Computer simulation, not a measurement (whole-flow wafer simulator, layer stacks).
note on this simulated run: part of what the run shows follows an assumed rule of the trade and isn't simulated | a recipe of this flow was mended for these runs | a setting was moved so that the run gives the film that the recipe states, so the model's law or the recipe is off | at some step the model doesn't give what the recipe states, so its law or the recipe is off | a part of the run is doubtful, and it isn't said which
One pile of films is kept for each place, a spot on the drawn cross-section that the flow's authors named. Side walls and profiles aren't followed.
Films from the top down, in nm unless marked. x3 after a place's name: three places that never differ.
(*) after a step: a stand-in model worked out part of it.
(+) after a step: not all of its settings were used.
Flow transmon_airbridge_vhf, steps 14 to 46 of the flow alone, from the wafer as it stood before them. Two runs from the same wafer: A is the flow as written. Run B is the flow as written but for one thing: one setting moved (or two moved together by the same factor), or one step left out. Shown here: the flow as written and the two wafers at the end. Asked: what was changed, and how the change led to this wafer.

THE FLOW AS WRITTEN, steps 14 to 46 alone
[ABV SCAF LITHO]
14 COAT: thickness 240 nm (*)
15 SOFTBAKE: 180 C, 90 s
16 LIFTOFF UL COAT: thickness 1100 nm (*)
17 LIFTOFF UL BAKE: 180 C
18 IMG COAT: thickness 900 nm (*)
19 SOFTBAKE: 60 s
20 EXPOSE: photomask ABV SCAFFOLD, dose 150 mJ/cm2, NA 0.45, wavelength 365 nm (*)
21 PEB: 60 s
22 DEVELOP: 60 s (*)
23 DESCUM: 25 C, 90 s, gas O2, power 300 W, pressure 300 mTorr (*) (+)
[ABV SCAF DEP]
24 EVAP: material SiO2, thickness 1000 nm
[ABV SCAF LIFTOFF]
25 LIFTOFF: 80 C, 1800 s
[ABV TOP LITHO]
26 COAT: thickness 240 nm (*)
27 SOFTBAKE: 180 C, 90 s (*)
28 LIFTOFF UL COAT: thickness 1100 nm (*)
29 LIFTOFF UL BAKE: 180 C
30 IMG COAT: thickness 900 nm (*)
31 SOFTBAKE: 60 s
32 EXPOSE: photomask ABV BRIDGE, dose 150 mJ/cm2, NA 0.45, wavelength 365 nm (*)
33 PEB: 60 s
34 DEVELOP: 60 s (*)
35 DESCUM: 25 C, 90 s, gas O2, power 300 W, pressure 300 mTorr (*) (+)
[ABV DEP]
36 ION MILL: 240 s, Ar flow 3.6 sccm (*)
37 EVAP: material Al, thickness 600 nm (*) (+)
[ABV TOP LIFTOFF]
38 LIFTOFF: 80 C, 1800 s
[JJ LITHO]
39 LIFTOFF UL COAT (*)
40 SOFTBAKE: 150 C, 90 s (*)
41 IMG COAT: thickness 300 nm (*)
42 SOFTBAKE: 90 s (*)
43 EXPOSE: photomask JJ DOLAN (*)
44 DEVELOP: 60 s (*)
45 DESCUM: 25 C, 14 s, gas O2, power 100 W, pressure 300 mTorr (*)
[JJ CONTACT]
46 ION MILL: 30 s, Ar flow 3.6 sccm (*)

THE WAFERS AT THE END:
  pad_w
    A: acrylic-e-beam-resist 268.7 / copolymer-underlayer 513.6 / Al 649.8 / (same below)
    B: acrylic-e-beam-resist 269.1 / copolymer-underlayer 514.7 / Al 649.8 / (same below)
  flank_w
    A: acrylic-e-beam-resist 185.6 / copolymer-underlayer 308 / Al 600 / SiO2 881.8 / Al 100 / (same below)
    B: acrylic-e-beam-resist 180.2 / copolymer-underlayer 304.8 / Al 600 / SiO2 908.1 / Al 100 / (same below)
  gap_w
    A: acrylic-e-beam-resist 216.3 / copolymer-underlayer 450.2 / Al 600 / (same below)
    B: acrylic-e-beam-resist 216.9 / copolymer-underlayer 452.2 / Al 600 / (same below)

The cause: step 16, LIFTOFF UL COAT: thickness 550 nm was run, where the flow has thickness 1100 nm.

How the change led to this, step by step:
  16 LIFTOFF UL COAT: thickness 1100 nm (*)
      field x3, jj_line, trace_open_s x2, margin_s, bridge_strip, margin_n: A lift-off-underlayer +1100 (new film) | B lift-off-underlayer +550 (new film)
      pad_w, pad_e: A lift-off-underlayer +1089.9 (new film) | B lift-off-underlayer +543.5 (new film)
      (and at 6 more places)
  22 DEVELOP: 60 s (*)
      margin_s, bridge_strip, margin_n: A i-line-resist -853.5 (all of it), lift-off-underlayer -1100 (all of it) | B i-line-resist -853.5 (all of it), lift-off-underlayer -550 (all of it)
      flank_w, flank_e: A i-line-resist -861.4 (all of it), lift-off-underlayer -1084.6 (all of it) | B i-line-resist -858.3 (all of it), lift-off-underlayer -537.6 (all of it)
      (and at 3 more places)
  24 EVAP: material SiO2, thickness 1000 nm
      flank_w, flank_e: A SiO2 +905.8 (new film) | B SiO2 +932.1 (new film)
  25 LIFTOFF: 80 C, 1800 s
      field x3, jj_line, trace_open_s x2: A SiO2 -1000 (all of it), i-line-resist -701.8 (all of it), lift-off-underlayer -1100 (all of it), acrylic-e-beam-resist -240 (all of it) | B SiO2 -1000 (all of it), i-line-resist -701.8 (all of it), lift-off-underlayer -550 (all of it), acrylic-e-beam-resist -240 (all of it)
      pad_w, pad_e: A SiO2 -1000 (all of it), i-line-resist -696.3 (all of it), lift-off-underlayer -1089.9 (all of it), acrylic-e-beam-resist -239.3 (all of it) | B SiO2 -1000 (all of it), i-line-resist -693.7 (all of it), lift-off-underlayer -543.5 (all of it), acrylic-e-beam-resist -239.3 (all of it)
      (and at 1 more place)
  26 COAT: thickness 240 nm (*)
      flank_w, flank_e: A acrylic-e-beam-resist +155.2 (new film) | B acrylic-e-beam-resist +150.8 (new film)
  35 DESCUM: 25 C, 90 s, gas O2, power 300 W, pressure 300 mTorr (*) (+)
      flank_w, flank_e: A acrylic-e-beam-resist -155.2 (all of it) | B acrylic-e-beam-resist -150.8 (all of it)
  41 IMG COAT: thickness 300 nm (*)
      flank_w, flank_e: A acrylic-e-beam-resist +217.1 (new film) | B acrylic-e-beam-resist +211.7 (new film)
